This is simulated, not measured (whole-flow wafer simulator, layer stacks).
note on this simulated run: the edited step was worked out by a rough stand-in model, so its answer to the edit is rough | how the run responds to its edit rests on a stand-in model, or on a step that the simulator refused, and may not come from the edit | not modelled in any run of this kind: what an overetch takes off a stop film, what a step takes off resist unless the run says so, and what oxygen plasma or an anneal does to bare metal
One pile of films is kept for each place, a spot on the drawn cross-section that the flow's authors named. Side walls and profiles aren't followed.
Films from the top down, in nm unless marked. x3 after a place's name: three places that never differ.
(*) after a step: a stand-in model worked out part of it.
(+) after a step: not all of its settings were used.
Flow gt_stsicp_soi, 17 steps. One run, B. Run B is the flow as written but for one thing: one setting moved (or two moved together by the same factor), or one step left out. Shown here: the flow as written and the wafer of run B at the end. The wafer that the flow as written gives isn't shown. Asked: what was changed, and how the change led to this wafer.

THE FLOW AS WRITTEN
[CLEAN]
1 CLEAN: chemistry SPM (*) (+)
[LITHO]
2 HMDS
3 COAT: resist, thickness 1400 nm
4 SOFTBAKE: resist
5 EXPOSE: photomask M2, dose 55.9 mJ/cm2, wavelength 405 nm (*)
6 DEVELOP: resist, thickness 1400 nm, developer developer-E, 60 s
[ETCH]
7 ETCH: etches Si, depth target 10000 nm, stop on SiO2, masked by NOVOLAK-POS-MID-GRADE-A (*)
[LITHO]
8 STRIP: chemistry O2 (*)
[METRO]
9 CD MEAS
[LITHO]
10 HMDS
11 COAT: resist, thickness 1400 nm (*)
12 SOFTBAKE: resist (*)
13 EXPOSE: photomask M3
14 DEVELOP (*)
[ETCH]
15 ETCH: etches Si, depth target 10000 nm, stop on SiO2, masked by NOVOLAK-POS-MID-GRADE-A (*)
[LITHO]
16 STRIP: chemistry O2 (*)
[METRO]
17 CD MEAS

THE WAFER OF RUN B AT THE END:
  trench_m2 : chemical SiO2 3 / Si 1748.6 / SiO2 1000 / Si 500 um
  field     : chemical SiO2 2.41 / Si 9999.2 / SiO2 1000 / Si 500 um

The cause: step 7, ETCH: depth target 8250 nm was run, where the flow has depth target 10000 nm.

How the change led to this, step by step:
  7 ETCH: etches Si, depth target 10000 nm, stop on SiO2, masked by NOVOLAK-POS-MID-GRADE-A (*)
      trench_m2: chemical SiO2 -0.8 (all of it), Si -8250 (as written it would be: chemical SiO2 -0.8 (all of it), Si -9999.9 (all of it))
      field, trench_m3: resist -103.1 (as written it would be: resist -125)
  8 STRIP: chemistry O2 (*)
      trench_m2: chemical SiO2 +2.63 (new film), Si -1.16 (as written it would be: nothing)
  11 COAT: resist, thickness 1400 nm (*)
      trench_m2: resist +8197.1 (new film) (as written it would be: resist +9583.4 (new film))
  12 SOFTBAKE: resist (*)
      field: resist +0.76 (as written it would be: nothing)
      trench_m2: resist +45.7 (as written it would be: nothing)
      (and at 1 more place)
  16 STRIP: chemistry O2 (*)
      trench_m2: resist -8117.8 (all of it), chemical SiO2 +0.37, Si -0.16 (as written it would be: resist -9458.4 (all of it))
